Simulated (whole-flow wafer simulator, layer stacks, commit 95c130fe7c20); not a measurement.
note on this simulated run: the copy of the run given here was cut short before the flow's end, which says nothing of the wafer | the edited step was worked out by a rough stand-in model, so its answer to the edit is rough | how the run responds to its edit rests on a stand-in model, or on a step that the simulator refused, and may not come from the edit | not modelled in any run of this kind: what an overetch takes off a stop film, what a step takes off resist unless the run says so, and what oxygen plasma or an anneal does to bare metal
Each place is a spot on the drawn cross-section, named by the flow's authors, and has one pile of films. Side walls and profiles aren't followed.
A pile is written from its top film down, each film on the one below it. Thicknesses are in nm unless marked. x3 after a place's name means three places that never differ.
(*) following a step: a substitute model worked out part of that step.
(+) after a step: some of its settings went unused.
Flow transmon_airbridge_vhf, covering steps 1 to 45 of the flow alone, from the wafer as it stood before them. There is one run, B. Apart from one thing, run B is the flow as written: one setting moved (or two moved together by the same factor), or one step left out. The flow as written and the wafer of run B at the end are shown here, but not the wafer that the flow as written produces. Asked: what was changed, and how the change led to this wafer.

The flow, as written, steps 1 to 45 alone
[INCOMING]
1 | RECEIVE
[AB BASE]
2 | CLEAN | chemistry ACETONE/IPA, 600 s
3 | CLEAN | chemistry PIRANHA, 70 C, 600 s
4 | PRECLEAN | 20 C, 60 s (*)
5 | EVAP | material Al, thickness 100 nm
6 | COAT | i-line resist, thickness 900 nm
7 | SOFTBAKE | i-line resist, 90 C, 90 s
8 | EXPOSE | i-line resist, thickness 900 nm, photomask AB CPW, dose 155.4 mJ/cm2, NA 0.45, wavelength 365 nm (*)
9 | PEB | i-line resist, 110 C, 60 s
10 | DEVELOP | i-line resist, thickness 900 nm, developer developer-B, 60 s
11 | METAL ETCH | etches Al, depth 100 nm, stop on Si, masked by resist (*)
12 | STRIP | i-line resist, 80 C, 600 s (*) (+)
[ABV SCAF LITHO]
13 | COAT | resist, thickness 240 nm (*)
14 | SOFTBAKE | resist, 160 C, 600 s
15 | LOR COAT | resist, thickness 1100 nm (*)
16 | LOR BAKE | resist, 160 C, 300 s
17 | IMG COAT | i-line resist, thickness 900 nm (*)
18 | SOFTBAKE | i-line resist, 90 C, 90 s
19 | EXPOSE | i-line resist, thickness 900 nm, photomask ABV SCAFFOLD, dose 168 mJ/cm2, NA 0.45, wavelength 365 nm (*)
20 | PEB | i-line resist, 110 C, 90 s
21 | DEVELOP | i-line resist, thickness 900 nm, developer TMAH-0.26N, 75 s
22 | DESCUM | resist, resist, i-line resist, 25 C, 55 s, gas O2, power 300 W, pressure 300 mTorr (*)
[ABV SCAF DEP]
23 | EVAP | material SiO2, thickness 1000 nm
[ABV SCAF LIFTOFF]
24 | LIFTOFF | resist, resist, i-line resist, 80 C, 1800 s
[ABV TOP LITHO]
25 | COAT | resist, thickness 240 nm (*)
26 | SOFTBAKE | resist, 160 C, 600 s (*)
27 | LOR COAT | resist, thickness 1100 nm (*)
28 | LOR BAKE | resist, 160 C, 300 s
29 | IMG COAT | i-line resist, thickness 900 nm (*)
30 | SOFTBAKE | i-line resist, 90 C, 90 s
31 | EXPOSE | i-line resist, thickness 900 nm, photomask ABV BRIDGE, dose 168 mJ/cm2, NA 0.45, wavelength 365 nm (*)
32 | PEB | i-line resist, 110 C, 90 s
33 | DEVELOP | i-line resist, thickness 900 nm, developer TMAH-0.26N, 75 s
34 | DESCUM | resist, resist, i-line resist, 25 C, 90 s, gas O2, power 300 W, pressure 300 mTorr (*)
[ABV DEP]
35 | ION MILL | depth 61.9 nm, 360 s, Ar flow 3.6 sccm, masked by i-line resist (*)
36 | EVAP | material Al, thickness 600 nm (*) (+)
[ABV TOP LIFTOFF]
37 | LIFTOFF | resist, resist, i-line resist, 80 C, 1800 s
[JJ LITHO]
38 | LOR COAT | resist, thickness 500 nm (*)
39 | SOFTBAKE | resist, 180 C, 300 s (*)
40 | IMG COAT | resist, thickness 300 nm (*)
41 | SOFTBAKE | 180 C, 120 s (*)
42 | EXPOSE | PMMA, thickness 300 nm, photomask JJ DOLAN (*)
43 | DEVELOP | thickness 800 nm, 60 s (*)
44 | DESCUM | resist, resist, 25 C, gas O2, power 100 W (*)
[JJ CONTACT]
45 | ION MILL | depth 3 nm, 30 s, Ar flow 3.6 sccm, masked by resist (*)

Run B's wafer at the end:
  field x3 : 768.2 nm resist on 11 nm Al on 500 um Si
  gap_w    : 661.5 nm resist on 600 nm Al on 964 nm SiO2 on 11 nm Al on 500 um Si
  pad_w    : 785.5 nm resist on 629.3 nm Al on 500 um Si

What caused this: step 11, METAL ETCH: depth 89 nm was run, though the flow has depth 100 nm.

How this came from the change, step by step:
  11 | METAL ETCH | etches Al, depth 100 nm, stop on Si, masked by resist (*)
      field x3, jj_line, gap_w, gap_e: Al loses 89 (as written it would have been: Al loses 100 (all of it))
      ground_far, pad_w, flank_w and 8 more: i-line resist loses 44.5 (as written it would have been: i-line resist loses 50)
  45 | ION MILL | depth 3 nm, 30 s, Ar flow 3.6 sccm, masked by resist (*)
      jj_line: Al loses 11 (all of it), Si loses 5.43 (as written it would have been: Si loses 11.6)
If metal films that touch count as one body, field x3 has 1 body; the flow as written gives 0 bodies.
If metal films that touch count as one body, gap_w has 2 bodies (between them, from the top down: SiO2 964); the flow as written gives 1 body.
